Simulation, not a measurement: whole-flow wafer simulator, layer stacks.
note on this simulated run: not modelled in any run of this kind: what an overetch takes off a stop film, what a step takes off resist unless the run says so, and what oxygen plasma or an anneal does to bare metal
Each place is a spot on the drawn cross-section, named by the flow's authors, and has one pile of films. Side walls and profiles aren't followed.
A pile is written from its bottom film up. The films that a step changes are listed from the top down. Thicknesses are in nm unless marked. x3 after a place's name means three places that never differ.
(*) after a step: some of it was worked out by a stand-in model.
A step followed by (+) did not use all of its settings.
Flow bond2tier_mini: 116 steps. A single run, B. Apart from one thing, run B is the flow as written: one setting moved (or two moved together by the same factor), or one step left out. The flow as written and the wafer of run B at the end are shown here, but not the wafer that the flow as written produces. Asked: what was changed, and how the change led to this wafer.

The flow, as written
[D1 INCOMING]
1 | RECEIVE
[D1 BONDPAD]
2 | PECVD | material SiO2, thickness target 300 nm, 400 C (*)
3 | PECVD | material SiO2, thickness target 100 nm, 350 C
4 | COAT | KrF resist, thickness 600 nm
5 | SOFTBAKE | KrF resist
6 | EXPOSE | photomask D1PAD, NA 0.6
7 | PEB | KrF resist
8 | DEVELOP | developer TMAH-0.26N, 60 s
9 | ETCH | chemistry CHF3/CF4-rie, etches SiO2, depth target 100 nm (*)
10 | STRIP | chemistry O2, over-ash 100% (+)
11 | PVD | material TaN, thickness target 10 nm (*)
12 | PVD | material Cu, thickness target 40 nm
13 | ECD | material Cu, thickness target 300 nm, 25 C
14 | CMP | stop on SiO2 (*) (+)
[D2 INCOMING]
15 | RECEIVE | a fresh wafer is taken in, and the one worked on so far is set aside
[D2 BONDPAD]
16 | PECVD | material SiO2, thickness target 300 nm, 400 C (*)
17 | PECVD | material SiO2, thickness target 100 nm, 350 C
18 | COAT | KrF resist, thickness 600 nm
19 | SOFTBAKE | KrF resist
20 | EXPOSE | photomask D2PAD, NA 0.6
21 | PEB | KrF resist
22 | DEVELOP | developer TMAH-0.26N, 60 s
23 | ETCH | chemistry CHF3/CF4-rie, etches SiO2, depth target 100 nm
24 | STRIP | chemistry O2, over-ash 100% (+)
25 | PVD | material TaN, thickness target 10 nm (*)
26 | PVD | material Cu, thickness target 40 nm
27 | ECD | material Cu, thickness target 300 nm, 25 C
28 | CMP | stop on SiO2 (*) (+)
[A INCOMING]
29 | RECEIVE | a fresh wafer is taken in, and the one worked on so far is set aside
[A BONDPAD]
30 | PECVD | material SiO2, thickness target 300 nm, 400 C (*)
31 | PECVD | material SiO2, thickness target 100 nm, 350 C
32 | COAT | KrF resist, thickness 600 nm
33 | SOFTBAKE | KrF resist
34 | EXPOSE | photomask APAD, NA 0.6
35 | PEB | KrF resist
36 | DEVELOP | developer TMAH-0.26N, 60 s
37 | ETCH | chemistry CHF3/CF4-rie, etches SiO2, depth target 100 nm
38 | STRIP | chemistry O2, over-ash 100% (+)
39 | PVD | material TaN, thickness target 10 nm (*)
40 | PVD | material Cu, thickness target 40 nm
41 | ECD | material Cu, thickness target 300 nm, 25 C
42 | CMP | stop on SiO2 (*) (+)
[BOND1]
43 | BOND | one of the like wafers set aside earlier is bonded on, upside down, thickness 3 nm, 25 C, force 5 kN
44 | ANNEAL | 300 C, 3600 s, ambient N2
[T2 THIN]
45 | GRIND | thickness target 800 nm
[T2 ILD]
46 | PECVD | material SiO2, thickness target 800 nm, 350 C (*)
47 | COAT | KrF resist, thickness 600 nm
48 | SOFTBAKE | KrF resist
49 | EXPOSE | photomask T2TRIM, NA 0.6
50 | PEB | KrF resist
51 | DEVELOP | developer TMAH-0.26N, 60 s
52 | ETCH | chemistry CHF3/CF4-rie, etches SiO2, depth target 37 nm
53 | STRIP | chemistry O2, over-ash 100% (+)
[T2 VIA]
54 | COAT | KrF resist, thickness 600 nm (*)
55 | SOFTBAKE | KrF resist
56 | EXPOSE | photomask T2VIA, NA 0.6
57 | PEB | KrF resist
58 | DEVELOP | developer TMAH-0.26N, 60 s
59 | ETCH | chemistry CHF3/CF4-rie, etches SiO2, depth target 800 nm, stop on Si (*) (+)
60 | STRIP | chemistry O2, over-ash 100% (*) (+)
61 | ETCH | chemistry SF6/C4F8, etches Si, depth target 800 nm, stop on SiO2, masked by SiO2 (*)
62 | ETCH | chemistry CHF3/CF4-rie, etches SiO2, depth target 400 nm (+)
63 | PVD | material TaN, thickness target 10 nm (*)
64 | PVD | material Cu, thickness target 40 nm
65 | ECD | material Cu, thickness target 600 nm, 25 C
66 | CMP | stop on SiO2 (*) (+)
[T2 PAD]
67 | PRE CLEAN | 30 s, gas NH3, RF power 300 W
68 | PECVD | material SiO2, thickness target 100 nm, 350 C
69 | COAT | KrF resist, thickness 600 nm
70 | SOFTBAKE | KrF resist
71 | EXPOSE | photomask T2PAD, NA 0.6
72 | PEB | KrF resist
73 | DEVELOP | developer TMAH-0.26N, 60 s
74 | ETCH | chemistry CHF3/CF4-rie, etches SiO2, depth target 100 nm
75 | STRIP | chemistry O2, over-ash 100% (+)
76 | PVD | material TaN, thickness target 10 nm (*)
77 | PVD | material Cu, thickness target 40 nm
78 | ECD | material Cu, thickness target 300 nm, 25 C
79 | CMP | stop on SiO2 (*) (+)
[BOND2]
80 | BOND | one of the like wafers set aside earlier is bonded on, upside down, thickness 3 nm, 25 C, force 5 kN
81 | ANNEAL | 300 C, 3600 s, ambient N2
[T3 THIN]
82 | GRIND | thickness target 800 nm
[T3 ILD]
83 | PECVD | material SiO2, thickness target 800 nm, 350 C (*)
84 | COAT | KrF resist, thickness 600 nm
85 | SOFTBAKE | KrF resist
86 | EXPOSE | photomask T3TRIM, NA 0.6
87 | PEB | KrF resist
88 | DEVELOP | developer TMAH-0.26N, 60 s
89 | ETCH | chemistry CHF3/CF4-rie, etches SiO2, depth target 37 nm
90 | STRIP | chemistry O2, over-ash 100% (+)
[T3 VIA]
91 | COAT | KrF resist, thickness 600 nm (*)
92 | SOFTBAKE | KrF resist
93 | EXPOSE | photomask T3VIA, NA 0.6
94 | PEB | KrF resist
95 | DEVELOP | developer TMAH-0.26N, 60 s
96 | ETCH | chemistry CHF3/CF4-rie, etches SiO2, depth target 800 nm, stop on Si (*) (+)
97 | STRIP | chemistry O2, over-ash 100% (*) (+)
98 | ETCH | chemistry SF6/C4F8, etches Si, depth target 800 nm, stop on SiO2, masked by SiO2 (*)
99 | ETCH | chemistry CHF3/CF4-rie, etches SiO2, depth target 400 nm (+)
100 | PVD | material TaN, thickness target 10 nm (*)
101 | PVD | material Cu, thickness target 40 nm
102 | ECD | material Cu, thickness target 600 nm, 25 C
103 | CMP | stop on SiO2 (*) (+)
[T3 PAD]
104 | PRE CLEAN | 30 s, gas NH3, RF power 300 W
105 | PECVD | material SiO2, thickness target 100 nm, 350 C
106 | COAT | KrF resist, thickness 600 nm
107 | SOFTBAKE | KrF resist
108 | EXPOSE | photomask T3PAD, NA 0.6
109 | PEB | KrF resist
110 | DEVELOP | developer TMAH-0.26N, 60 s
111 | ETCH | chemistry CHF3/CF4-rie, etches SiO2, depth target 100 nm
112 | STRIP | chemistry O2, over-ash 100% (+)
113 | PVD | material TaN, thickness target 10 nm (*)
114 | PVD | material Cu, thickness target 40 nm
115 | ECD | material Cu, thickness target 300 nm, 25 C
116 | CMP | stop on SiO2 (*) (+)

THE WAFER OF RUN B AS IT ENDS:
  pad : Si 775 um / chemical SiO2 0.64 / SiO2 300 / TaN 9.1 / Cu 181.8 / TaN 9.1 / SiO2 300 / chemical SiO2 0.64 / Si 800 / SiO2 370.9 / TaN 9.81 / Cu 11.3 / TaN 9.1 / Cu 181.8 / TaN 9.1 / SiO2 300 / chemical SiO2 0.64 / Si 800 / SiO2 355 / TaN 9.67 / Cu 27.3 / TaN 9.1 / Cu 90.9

The reason: step 52, ETCH: depth target 21.1 nm was run, whereas the flow has depth target 37 nm.

Step by step, how the change led to this:
  52 | ETCH | chemistry CHF3/CF4-rie, etches SiO2, depth target 37 nm
      pad, via: SiO2 loses 21.1 (in the flow as written it would be: SiO2 loses 37)
      field: KrF resist loses 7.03 (in the flow as written it would be: KrF resist loses 12.3)
  59 | ETCH | chemistry CHF3/CF4-rie, etches SiO2, depth target 800 nm, stop on Si (*) (+)
      via: SiO2 loses 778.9 (all of it) (in the flow as written it would be: SiO2 loses 763 (all of it))
  60 | STRIP | chemistry O2, over-ash 100% (*) (+)
      field: KrF resist loses 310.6 (all of it) (in the flow as written it would be: KrF resist loses 303.9 (all of it))
      pad: KrF resist loses 328.9 (all of it) (in the flow as written it would be: KrF resist loses 336 (all of it))
  65 | ECD | material Cu, thickness target 600 nm, 25 C
      pad: Cu gains 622 (in the flow as written it would be: Cu gains 638.7)
